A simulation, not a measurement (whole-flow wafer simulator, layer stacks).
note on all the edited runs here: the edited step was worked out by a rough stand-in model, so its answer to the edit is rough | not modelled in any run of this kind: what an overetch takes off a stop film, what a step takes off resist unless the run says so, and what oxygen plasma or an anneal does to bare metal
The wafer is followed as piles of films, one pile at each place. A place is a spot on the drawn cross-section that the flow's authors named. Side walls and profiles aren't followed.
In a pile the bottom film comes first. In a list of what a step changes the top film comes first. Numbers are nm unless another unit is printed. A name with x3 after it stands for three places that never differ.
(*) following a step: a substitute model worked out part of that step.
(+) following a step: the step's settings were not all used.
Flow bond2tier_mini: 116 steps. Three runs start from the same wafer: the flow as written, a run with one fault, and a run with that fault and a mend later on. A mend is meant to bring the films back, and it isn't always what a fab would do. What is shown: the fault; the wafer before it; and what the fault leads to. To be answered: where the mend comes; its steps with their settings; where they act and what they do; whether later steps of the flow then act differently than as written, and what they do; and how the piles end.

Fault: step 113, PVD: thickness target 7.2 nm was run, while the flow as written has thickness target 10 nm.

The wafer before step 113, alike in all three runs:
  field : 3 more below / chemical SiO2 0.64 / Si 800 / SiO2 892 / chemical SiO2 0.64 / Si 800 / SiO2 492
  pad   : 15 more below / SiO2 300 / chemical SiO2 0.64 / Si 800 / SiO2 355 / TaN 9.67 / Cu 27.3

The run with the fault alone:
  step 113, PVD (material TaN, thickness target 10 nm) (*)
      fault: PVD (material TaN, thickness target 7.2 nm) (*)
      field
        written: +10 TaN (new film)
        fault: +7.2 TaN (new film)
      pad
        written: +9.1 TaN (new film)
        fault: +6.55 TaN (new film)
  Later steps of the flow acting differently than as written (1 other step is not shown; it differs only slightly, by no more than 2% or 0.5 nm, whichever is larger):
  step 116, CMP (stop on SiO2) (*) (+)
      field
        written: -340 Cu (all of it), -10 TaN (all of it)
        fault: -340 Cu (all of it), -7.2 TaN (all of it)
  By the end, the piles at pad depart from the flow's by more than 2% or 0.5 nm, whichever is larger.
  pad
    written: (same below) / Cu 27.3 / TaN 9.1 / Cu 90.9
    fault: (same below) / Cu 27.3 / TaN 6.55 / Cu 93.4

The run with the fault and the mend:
  After step 113 comes the mend.
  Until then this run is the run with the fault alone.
  step 113a, PVD (material TaN, thickness target 2.8 nm) (*) (the flow's step 113, run once more with other settings)
      field
        +2.8 TaN
      pad
        +2.55 TaN
  None of the later steps of the flow acts differently than as written at any place that is followed.
  By the end, the piles equal the flow's at every place that both follow.
